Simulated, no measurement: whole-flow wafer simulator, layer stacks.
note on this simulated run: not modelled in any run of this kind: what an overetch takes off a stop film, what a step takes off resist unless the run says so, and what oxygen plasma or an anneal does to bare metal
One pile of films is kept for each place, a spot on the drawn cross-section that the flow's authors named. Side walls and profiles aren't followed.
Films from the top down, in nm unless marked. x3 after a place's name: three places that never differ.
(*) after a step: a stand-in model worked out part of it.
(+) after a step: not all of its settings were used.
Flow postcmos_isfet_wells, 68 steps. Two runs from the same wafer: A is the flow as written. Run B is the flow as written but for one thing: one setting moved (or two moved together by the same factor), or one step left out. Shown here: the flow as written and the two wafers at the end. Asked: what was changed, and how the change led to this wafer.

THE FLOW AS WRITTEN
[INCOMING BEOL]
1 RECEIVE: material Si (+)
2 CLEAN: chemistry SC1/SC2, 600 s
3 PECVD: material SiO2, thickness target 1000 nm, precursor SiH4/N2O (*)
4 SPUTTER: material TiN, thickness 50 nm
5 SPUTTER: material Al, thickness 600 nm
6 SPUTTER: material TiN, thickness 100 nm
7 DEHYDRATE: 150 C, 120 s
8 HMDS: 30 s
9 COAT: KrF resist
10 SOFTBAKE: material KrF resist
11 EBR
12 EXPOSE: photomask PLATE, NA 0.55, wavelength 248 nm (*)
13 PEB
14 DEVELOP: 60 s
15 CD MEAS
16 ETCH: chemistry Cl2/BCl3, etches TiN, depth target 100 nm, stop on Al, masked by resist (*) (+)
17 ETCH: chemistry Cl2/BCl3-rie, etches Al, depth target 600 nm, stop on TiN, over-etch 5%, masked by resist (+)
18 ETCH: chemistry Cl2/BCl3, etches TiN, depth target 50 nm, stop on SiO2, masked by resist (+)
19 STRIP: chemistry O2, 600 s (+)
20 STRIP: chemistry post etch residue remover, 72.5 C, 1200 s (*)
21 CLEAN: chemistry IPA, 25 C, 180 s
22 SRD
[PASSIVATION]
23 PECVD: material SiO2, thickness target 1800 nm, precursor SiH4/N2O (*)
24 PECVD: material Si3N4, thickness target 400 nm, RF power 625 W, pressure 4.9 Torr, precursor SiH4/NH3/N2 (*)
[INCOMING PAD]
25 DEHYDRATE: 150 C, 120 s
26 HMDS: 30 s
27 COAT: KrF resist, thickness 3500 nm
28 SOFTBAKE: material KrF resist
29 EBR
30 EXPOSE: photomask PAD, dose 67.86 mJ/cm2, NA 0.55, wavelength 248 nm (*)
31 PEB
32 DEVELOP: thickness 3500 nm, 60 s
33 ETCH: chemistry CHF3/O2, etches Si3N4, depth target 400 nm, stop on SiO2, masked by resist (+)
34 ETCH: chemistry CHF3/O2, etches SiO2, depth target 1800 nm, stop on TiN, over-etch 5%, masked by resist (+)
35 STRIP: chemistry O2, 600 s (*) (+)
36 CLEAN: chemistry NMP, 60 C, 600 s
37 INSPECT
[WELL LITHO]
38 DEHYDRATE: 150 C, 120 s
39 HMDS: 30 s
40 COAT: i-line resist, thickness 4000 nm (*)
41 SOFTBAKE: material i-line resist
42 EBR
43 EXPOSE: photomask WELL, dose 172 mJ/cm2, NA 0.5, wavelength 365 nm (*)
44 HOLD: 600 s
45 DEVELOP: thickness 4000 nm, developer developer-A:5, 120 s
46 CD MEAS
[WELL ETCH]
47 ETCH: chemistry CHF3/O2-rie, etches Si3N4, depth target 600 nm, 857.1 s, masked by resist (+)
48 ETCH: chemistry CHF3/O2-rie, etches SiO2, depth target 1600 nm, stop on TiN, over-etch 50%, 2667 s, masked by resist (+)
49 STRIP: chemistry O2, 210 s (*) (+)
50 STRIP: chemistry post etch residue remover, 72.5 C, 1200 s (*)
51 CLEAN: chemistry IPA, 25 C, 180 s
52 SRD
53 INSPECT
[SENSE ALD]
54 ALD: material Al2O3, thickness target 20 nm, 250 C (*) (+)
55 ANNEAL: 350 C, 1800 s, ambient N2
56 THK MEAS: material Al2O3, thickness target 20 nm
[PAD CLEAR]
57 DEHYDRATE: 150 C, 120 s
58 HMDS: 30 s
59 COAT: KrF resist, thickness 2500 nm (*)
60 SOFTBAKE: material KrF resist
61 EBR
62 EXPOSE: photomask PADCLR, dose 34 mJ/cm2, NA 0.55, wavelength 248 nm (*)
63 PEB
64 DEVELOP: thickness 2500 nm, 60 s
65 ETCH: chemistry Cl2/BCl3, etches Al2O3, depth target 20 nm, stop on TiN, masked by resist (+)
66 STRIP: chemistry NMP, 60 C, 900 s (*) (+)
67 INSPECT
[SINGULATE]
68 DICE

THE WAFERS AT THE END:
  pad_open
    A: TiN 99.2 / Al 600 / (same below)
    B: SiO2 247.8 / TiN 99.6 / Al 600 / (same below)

The cause: step 33, ETCH: depth target 164 nm was run, where the flow has depth target 400 nm.

How the change led to this, step by step:
  33 ETCH: chemistry CHF3/O2, etches Si3N4, depth target 400 nm, stop on SiO2, masked by resist (+)
      pad_open: A Si3N4 -400 (all of it) | B Si3N4 -164
      field, margin, well900, well1300 x3, pad_rim, pad_clr: A KrF resist -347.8 | B KrF resist -142.6
  34 ETCH: chemistry CHF3/O2, etches SiO2, depth target 1800 nm, stop on TiN, over-etch 5%, masked by resist (+)
      pad_open: A SiO2 -1800 (all of it) | B Si3N4 -236 (all of it), SiO2 -1552.2
  35 STRIP: chemistry O2, 600 s (*) (+)
      field, margin, well900, well1300 x3, pad_rim, pad_clr: A KrF resist -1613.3 (all of it) | B KrF resist -1818.5 (all of it)
  40 COAT: i-line resist, thickness 4000 nm (*)
      pad_clr: A i-line resist +3256.8 (new film) | B i-line resist +3334.4 (new film)
  41 SOFTBAKE: material i-line resist
      pad_clr: A i-line resist -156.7 | B i-line resist -132.2
      pad_open: A i-line resist +115.3 | B i-line resist +104.2
  49 STRIP: chemistry O2, 210 s (*) (+)
      pad_clr: A i-line resist -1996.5 (all of it) | B i-line resist -2098.6 (all of it)
      pad_open: A i-line resist -3816.3 (all of it) | B i-line resist -3716.3 (all of it)
  59 COAT: KrF resist, thickness 2500 nm (*)
      pad_rim: A KrF resist +1976.4 (new film) | B KrF resist +2032.8 (new film)
      pad_clr: A KrF resist +1691.6 (new film) | B KrF resist +1775 (new film)
      (and at 1 more place)
  63 PEB
      pad_clr: A KrF resist -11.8 | B KrF resist -12.4
  64 DEVELOP: thickness 2500 nm, 60 s
      pad_clr: A KrF resist -1676 (all of it) | B KrF resist -1759.1 (all of it)
      pad_open: A KrF resist -3045.1 (all of it) | B KrF resist -2983.1 (all of it)
  66 STRIP: chemistry NMP, 60 C, 900 s (*) (+)
      pad_rim: A KrF resist -1923.7 (all of it) | B KrF resist -1979.6 (all of it)
